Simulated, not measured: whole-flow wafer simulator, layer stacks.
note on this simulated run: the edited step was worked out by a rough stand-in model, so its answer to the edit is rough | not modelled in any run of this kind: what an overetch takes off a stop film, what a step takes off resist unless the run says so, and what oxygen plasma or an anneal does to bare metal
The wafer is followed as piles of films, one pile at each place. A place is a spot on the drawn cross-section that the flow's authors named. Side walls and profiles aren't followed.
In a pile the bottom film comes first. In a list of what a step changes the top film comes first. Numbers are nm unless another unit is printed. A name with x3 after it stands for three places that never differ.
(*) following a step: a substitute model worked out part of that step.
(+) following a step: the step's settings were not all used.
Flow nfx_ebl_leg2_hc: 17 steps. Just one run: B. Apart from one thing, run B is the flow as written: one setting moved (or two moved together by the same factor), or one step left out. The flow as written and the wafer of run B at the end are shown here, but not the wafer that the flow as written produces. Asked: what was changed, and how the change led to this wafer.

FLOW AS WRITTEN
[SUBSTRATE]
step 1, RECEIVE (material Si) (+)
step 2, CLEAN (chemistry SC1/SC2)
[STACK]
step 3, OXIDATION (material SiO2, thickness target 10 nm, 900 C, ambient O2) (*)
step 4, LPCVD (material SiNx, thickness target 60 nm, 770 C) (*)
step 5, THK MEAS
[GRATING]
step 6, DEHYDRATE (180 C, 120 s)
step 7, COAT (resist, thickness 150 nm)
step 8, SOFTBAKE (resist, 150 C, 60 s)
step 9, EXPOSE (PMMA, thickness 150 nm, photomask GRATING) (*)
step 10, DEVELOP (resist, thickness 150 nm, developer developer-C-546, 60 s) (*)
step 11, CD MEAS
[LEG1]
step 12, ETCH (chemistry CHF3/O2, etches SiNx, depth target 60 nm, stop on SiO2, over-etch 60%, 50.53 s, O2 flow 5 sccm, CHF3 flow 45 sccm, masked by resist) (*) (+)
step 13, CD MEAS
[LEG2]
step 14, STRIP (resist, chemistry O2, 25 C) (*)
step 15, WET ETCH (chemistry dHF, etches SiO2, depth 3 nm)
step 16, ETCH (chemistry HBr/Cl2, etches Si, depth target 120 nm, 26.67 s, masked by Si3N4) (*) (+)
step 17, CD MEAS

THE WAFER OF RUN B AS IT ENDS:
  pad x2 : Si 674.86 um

The reason: step 16, ETCH: depth target 138 nm was run, though the flow has depth target 120 nm.

How this came from the change, step by step:
  step 16, ETCH (chemistry HBr/Cl2, etches Si, depth target 120 nm, 26.67 s, masked by Si3N4) (*) (+)
      pad x2: Si loses 138 (in the flow as written it would be: Si loses 120)
